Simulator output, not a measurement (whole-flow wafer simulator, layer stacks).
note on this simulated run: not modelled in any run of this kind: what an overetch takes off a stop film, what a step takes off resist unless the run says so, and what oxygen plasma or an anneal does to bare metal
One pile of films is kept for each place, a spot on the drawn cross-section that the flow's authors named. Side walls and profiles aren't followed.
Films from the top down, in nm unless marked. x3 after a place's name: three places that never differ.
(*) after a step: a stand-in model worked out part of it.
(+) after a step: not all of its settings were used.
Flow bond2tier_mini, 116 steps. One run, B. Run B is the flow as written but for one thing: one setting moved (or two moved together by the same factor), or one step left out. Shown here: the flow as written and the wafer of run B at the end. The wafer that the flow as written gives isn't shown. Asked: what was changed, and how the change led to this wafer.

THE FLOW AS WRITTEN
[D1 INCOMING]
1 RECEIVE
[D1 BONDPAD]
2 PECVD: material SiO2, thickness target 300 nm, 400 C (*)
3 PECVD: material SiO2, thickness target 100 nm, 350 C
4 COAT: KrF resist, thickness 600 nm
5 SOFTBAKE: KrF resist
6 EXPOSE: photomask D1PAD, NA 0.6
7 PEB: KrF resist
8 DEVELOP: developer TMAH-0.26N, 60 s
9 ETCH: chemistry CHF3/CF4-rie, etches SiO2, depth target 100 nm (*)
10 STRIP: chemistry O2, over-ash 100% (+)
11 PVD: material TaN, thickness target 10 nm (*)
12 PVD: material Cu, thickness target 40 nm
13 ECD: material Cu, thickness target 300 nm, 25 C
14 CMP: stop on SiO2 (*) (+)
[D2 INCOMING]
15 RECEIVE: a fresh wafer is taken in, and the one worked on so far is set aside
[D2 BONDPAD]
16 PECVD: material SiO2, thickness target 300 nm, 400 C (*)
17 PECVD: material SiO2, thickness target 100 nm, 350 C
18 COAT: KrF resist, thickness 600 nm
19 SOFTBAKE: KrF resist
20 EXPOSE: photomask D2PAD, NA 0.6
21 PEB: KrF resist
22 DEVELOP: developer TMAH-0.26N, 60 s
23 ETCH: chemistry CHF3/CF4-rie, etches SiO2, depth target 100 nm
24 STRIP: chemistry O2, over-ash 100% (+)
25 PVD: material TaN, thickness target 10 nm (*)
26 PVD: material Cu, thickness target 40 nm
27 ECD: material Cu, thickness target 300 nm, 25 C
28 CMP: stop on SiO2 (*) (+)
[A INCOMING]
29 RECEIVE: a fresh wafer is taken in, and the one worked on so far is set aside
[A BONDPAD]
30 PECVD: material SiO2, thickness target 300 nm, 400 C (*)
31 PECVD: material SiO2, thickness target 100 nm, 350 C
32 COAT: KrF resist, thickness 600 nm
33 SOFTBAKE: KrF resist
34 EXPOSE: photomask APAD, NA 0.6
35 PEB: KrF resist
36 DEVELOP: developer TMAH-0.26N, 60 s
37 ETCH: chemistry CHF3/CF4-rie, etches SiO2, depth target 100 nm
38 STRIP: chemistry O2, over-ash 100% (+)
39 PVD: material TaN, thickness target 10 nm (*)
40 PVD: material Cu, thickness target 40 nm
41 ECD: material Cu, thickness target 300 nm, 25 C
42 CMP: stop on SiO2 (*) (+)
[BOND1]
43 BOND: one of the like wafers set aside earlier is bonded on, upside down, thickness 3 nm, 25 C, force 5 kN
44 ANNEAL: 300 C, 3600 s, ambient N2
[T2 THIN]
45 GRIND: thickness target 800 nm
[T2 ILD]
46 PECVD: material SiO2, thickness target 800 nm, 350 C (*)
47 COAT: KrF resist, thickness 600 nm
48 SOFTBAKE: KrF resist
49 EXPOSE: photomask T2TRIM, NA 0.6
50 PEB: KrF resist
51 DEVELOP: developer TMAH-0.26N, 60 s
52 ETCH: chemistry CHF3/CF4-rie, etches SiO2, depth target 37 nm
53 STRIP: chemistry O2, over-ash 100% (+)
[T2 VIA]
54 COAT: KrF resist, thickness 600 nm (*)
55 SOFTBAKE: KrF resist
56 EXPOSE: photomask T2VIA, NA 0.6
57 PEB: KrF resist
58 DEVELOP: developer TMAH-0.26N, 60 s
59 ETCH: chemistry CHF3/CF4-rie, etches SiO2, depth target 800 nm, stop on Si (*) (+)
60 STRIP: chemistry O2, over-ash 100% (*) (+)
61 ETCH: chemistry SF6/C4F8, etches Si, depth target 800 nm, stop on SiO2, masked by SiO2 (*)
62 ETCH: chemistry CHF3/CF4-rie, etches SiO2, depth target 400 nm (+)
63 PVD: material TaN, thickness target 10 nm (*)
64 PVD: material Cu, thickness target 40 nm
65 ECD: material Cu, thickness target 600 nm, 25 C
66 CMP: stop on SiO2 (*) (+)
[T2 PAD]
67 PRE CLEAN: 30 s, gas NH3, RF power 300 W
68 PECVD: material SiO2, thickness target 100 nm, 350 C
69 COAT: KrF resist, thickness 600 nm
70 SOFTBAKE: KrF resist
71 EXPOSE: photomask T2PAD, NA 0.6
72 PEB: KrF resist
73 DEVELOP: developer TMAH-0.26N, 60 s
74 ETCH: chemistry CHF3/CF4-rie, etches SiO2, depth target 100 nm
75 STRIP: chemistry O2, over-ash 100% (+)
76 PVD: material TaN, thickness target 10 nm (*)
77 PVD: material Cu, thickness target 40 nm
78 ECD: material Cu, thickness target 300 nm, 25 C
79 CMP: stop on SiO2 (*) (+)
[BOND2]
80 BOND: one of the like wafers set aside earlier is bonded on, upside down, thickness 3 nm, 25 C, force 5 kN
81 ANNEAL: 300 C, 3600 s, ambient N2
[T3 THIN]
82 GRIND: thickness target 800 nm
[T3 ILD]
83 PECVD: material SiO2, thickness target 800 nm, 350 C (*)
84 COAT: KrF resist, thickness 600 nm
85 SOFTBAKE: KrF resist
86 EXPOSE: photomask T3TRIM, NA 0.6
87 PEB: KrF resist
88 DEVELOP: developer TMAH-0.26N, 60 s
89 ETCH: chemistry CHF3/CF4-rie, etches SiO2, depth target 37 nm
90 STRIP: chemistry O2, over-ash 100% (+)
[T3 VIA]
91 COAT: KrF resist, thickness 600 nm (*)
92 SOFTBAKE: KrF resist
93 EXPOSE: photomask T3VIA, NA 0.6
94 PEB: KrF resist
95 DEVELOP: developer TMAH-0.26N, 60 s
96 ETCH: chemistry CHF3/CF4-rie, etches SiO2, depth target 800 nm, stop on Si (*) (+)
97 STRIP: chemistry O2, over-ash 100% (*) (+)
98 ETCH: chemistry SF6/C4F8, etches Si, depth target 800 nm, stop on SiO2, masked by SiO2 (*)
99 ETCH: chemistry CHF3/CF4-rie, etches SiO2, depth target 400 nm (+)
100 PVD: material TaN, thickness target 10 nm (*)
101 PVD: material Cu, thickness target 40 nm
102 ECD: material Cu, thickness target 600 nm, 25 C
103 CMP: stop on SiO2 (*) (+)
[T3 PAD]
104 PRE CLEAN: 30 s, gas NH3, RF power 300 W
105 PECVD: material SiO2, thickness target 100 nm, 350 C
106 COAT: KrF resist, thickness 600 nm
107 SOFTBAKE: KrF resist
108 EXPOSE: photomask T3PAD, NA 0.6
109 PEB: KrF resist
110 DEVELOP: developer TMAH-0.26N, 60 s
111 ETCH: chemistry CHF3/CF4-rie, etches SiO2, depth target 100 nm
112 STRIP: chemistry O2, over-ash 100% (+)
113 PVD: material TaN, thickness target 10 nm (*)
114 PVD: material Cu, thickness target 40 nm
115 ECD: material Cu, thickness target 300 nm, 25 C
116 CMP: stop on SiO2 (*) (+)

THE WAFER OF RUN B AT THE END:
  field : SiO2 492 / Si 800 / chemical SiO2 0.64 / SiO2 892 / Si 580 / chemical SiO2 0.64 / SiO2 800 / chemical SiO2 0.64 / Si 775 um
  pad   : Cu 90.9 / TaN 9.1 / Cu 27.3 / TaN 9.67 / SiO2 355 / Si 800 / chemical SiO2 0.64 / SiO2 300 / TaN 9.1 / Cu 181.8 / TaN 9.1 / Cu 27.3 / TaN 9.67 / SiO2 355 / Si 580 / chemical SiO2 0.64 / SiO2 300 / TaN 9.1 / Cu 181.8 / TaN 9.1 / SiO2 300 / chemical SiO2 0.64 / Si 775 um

The cause: step 45, GRIND: thickness target 580 nm was run, where the flow has thickness target 800 nm.
It can be read off the wafer: field has Si 580, and step 45 as written asks for 800 nm.

How the change led to this, step by step:
  45 GRIND: thickness target 800 nm
      field, pad, via: Si -774.42 um (as written it would be: Si -774.2 um)
